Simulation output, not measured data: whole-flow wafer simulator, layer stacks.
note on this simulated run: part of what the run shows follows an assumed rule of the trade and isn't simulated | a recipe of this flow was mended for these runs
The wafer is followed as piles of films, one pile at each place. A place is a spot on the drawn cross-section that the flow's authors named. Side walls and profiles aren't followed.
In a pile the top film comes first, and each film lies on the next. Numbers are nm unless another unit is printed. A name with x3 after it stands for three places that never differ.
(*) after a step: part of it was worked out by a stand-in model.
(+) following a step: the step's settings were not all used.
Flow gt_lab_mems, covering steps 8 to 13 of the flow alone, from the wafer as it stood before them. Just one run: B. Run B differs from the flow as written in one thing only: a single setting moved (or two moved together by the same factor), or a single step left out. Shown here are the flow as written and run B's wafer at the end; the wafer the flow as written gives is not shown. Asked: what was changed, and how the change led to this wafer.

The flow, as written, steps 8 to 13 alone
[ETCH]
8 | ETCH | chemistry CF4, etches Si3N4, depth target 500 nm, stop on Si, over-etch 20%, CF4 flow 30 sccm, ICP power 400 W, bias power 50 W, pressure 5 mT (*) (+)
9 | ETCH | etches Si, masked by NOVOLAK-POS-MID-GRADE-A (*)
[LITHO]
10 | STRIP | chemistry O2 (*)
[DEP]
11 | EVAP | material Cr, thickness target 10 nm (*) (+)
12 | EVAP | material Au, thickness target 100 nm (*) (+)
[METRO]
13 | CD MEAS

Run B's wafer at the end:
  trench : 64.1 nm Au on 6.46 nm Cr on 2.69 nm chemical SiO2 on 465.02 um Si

What caused this: step 8, ETCH: depth target 453 nm was run, though the flow has depth target 500 nm.

The path from the change to this, step by step:
  8 | ETCH | chemistry CF4, etches Si3N4, depth target 500 nm, stop on Si, over-etch 20%, CF4 flow 30 sccm, ICP power 400 W, bias power 50 W, pressure 5 mT (*) (+)
      field: -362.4 g/i-line-resist (as written it would have been: -400 g/i-line-resist)
      trench: -500 Si3N4 (all of it), -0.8 chemical SiO2 (all of it), -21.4 Si (as written it would have been: -500 Si3N4 (all of it), -0.8 chemical SiO2 (all of it), -49.6 Si)
  10 | STRIP | chemistry O2 (*)
      field: -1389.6 g/i-line-resist (all of it) (as written it would have been: -1352 g/i-line-resist (all of it))
